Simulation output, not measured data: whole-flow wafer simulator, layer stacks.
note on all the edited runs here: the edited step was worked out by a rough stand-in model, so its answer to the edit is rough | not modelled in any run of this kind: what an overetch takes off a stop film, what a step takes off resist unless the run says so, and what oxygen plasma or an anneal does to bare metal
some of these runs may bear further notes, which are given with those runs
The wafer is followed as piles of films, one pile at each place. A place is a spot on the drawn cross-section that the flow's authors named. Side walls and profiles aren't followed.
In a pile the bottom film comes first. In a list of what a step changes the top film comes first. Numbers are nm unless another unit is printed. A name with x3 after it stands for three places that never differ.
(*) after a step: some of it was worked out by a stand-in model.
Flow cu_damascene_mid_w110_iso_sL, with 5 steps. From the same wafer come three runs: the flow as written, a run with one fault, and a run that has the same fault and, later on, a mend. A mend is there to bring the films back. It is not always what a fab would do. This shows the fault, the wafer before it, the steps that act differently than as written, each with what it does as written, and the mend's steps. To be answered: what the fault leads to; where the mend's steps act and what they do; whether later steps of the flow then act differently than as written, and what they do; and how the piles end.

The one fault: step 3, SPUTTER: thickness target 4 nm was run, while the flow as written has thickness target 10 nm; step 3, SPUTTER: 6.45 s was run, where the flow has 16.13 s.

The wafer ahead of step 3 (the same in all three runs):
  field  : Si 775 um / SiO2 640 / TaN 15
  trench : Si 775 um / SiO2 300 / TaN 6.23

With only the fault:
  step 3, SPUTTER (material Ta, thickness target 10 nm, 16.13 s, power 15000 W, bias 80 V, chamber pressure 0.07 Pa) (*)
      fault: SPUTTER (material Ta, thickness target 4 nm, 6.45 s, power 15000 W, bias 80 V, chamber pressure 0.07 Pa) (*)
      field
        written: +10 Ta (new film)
        fault: +4 Ta (new film)
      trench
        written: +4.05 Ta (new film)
        fault: +1.62 Ta (new film)
  Later steps of the flow that are run all act as written at every place that is followed, up to a difference of at most 2% or 0.5 nm, whichever is larger.
  By the end, the piles at field, trench depart from the flow's by more than 2% or 0.5 nm, whichever is larger.
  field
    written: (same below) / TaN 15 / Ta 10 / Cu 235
    fault: (same below) / TaN 15 / Ta 4 / Cu 235
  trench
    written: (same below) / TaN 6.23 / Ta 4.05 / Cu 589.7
    fault: (same below) / TaN 6.23 / Ta 1.62 / Cu 586.2

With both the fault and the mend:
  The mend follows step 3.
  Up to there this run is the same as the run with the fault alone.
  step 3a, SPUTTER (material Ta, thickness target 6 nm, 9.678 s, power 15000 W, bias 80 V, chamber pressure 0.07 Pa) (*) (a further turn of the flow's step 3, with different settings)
      field
        +6 Ta
      trench
        +2.39 Ta
  Later steps of the flow that are run all act as written at every place that is followed.
  The piles end only slightly different from the flow's at the places that both follow, by no more than 2% or 0.5 nm, whichever is larger.
